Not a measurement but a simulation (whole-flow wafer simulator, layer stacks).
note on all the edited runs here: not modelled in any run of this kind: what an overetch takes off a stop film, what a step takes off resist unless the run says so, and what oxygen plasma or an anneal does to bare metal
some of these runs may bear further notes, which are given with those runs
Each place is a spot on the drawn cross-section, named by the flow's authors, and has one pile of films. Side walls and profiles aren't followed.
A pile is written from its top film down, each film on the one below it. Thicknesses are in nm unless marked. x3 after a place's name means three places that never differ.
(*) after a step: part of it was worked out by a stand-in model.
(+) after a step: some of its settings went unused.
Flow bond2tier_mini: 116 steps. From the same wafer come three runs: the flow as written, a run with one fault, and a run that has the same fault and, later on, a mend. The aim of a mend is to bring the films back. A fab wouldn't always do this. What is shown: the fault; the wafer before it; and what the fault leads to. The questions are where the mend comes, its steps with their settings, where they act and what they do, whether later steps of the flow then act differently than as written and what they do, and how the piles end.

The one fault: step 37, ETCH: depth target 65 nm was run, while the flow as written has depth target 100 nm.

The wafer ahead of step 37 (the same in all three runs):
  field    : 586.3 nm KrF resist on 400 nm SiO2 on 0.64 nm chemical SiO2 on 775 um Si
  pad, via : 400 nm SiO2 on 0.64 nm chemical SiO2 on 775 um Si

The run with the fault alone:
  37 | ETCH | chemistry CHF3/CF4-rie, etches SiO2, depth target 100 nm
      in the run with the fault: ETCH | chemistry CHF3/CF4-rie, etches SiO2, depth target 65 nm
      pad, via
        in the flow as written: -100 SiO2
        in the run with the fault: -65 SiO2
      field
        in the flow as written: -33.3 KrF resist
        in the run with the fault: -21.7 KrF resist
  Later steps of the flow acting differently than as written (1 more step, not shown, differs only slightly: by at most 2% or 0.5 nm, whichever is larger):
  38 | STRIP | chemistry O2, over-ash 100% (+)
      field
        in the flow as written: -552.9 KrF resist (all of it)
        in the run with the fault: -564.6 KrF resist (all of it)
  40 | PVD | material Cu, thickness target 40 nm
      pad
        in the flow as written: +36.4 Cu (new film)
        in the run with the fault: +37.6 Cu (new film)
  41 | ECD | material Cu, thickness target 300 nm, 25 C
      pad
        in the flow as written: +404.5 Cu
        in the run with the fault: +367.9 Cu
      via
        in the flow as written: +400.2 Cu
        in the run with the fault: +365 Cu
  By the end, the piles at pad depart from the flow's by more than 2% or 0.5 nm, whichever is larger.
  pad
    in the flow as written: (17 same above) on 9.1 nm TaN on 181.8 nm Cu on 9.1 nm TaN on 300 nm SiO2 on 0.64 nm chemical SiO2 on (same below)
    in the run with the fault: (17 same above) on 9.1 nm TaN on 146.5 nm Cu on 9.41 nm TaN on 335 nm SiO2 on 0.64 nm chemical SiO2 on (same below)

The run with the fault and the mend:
  The mend follows step 38.
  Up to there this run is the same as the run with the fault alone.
  38a | COAT | KrF resist, thickness 600 nm (*) (a further turn of the flow's step 32)
      field
        +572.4 KrF resist (new film)
      pad
        +628.7 KrF resist (new film)
      via
        +625.2 KrF resist (new film)
  38b | SOFTBAKE | KrF resist (a further turn of the flow's step 33)
      does not change any film at any place that is followed
  38c | EXPOSE | photomask APAD, NA 0.6 (a further turn of the flow's step 34)
      does not change any film at any place that is followed
  38d | PEB | KrF resist (a further turn of the flow's step 35)
      does not change any film at any place that is followed
  38e | DEVELOP | developer TMAH-0.26N, 60 s (a further turn of the flow's step 36)
      field
        -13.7 KrF resist
      pad
        -628.7 KrF resist (all of it)
      via
        -625.2 KrF resist (all of it)
  38f | ETCH | chemistry CHF3/CF4-rie, etches SiO2, depth target 35 nm (a further turn of the flow's step 37, with different settings)
      pad, via
        -35 SiO2
      field
        -11.7 KrF resist
  38g | STRIP | chemistry O2, over-ash 100% (+) (a further turn of the flow's step 38)
      field
        -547 KrF resist (all of it)
  Every later step of the flow that is run acts as written at every place that is followed.
  The piles end the same as the flow's at every place that both follow.
